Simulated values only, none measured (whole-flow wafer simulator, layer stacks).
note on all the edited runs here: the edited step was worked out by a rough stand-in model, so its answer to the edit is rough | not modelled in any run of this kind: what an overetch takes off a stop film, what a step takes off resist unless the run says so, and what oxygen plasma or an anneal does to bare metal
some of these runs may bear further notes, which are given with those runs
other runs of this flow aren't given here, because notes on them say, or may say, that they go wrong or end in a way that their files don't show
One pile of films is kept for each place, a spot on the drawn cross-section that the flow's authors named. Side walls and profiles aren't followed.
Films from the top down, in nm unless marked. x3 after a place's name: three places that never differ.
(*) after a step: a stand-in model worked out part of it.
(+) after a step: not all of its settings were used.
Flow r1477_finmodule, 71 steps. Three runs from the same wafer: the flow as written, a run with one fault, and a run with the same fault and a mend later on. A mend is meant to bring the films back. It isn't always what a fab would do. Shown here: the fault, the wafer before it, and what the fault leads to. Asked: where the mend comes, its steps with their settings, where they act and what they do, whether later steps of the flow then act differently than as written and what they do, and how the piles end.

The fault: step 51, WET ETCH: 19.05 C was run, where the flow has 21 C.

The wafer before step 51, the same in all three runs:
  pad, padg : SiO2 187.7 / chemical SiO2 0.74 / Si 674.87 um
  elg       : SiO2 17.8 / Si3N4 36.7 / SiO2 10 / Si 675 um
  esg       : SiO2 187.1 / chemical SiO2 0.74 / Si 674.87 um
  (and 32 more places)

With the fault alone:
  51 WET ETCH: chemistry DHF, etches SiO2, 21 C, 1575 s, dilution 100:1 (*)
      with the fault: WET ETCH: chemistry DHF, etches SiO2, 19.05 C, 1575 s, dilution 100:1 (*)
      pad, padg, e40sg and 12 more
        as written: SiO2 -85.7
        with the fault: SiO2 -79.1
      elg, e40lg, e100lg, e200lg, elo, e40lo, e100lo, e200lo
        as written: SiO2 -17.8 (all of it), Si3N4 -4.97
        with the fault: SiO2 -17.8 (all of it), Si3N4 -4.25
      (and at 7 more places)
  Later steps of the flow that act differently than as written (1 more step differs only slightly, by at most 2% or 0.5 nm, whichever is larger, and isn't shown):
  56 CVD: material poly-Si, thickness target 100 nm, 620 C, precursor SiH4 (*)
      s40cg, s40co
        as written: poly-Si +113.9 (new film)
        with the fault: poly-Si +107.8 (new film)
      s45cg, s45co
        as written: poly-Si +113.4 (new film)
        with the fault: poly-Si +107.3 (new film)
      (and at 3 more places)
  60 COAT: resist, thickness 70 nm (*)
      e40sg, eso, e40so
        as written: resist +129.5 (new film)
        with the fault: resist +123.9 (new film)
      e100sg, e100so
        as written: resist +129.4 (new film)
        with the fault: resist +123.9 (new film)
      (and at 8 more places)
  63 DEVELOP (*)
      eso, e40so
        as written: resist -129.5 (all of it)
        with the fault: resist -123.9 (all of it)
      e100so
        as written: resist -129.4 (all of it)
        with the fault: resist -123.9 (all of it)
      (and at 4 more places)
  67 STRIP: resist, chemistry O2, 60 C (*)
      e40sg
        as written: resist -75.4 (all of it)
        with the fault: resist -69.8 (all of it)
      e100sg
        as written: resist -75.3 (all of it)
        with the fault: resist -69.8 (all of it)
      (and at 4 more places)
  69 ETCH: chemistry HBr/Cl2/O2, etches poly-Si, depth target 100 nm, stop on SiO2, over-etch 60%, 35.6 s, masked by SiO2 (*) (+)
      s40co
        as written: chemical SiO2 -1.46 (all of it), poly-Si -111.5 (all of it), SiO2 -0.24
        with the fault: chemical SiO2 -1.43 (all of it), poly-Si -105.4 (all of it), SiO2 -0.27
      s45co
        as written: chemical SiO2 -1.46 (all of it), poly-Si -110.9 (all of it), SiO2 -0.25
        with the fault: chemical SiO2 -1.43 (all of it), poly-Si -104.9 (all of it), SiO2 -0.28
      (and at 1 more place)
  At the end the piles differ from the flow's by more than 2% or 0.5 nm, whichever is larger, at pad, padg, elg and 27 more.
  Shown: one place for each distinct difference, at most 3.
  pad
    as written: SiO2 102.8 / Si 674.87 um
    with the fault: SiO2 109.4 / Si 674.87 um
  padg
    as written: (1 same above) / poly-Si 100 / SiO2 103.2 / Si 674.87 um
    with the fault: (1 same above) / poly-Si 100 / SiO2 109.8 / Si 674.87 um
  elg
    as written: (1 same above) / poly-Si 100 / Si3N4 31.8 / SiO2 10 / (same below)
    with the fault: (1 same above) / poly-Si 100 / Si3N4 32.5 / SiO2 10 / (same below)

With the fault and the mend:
  The mend comes after step 51.
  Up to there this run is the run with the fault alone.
  51a WET ETCH: chemistry DHF, etches SiO2, 21 C, 119 s, dilution 100:1 (*) (the flow's step 51 once more, with other settings)
      pad, padg, e40sg and 12 more
        SiO2 -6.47
      elg, e40lg, e100lg, e200lg, elo, e40lo, e100lo, e200lo
        Si3N4 -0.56
      esg, s40cg, s45cg, s50cg, s40co, s45co, s50co
        SiO2 -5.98
  No later step of the flow acts differently than as written, at any place that is followed, by more than 2% or 0.5 nm, whichever is larger.
  At the end the piles differ from the flow's only slightly at the places that both follow, by at most 2% or 0.5 nm, whichever is larger.
